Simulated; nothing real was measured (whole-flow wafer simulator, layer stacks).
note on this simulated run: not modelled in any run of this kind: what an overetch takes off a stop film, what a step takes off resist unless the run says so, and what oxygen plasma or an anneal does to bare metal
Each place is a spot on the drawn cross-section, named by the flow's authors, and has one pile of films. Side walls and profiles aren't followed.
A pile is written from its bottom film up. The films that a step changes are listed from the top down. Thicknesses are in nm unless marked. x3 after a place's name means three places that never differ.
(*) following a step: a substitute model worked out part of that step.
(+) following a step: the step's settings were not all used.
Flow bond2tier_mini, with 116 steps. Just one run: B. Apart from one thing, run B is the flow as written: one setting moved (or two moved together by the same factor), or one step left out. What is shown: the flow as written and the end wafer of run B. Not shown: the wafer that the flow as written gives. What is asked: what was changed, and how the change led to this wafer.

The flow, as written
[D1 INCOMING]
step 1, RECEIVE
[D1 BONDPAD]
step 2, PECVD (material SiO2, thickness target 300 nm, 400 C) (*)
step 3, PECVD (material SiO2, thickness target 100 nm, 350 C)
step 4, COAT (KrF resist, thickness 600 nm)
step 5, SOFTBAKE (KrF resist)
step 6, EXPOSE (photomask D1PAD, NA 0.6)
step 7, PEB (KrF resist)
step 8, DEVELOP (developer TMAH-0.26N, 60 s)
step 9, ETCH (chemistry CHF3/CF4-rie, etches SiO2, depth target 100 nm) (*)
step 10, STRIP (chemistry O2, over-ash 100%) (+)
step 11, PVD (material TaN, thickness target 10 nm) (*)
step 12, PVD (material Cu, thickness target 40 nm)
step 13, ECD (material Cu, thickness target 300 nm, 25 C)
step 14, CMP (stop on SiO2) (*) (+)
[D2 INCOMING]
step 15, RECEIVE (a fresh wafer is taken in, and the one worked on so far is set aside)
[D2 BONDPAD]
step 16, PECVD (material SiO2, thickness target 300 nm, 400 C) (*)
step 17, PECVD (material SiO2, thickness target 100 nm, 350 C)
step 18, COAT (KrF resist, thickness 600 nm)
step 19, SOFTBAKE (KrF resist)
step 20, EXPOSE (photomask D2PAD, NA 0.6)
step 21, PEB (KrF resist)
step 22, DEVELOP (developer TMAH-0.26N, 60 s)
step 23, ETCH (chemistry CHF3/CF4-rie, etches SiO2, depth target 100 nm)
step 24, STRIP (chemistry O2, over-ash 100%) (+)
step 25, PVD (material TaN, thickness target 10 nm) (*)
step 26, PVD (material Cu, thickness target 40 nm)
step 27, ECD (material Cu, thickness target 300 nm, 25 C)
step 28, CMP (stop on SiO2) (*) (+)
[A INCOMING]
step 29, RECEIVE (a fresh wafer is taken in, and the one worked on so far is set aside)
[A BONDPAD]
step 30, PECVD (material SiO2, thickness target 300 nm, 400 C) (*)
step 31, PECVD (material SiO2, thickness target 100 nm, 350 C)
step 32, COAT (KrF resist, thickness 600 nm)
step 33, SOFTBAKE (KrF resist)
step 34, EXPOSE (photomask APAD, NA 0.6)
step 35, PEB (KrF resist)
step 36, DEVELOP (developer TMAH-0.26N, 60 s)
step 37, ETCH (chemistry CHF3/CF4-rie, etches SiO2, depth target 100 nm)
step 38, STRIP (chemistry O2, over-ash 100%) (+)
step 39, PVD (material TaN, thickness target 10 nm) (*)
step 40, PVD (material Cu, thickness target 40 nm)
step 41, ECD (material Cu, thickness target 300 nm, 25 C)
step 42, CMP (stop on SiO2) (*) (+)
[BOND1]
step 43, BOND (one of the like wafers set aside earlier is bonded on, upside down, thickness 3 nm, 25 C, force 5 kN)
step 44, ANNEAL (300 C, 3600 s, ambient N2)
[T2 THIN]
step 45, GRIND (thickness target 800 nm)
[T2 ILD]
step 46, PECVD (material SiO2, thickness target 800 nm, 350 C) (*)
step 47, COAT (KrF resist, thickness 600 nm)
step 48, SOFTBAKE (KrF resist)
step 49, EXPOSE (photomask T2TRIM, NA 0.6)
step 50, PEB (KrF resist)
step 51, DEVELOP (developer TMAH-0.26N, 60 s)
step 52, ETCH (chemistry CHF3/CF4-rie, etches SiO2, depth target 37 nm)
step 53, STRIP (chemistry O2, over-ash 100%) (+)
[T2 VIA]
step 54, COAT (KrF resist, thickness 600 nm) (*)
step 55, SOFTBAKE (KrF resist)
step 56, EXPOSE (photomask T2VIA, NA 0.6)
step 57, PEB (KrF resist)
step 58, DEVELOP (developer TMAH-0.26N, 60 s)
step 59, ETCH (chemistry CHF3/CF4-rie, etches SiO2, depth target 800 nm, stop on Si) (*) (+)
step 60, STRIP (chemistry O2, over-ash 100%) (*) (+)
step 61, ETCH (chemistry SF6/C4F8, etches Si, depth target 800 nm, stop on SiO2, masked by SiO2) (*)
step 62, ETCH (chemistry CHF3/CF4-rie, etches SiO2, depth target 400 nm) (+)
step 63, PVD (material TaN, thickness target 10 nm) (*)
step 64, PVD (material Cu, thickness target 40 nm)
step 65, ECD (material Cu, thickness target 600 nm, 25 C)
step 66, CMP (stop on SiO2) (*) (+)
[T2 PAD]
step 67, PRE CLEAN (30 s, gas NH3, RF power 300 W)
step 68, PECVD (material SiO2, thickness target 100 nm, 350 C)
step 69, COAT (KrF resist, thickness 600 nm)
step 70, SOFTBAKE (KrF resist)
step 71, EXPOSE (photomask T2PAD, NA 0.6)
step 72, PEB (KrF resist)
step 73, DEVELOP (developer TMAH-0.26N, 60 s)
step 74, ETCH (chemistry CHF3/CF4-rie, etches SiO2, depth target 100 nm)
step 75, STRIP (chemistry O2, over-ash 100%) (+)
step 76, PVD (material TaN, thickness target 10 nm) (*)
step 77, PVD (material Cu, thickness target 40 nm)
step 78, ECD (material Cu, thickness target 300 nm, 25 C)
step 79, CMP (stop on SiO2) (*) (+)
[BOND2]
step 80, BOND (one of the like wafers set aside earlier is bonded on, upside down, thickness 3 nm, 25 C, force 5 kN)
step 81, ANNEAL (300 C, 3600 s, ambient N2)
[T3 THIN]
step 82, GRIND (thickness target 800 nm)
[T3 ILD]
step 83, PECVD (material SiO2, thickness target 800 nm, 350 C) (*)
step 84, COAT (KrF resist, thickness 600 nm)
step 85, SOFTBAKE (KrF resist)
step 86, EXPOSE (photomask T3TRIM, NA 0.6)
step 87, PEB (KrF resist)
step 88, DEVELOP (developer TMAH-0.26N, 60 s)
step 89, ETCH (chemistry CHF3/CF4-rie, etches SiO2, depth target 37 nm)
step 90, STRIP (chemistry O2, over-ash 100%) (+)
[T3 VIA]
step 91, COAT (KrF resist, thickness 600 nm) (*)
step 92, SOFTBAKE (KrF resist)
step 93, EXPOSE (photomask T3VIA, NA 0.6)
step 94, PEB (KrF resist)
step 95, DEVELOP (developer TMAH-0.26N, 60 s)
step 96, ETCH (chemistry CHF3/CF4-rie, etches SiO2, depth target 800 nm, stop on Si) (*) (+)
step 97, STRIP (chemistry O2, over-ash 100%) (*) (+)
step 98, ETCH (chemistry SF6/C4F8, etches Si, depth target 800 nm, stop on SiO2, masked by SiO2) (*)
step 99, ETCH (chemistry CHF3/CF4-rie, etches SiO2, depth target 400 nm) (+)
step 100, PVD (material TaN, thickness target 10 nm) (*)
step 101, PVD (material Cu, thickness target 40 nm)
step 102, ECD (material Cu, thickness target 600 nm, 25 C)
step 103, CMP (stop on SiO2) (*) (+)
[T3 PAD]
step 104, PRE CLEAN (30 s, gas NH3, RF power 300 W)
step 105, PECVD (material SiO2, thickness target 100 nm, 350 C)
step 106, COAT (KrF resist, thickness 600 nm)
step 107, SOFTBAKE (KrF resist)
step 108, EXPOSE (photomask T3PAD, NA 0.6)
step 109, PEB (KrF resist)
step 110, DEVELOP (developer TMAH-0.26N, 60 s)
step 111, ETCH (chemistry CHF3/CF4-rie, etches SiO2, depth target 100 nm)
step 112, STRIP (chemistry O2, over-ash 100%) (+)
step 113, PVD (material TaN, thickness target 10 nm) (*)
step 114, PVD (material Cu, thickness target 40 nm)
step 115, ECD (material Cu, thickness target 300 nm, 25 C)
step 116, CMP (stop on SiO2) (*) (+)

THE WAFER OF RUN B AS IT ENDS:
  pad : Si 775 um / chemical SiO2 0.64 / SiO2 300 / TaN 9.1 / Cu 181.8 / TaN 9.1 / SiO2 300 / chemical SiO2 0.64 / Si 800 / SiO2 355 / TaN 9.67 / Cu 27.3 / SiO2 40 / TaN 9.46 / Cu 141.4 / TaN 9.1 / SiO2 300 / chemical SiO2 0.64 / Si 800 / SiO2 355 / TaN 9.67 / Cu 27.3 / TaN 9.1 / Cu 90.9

What caused this: step 74, ETCH: depth target 60 nm was run, whereas the flow has depth target 100 nm.

Step by step, how the change led to this:
  step 74, ETCH (chemistry CHF3/CF4-rie, etches SiO2, depth target 100 nm)
      pad: -60 SiO2 (as written it would have been: -100 SiO2 (all of it))
      field: -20 KrF resist (as written it would have been: -33.3 KrF resist)
  step 75, STRIP (chemistry O2, over-ash 100%) (+)
      field: -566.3 KrF resist (all of it) (as written it would have been: -552.9 KrF resist (all of it))
  step 77, PVD (material Cu, thickness target 40 nm)
      pad: +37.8 Cu (new film) (as written it would have been: +36.4 Cu (new film))
  step 78, ECD (material Cu, thickness target 300 nm, 25 C)
      pad: +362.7 Cu (as written it would have been: +404.5 Cu)
With metal films that touch counted as one body, pad has 4 bodies (between them, from the top down: SiO2 355 / Si 800 / chemical SiO2 0.64 / SiO2 300; SiO2 40; SiO2 355 / Si 800 / chemical SiO2 0.64 / SiO2 300); the flow as written gives 3 bodies (between them, from the top down: SiO2 355 / Si 800 / chemical SiO2 0.64 / SiO2 300; SiO2 355 / Si 800 / chemical SiO2 0.64 / SiO2 300).
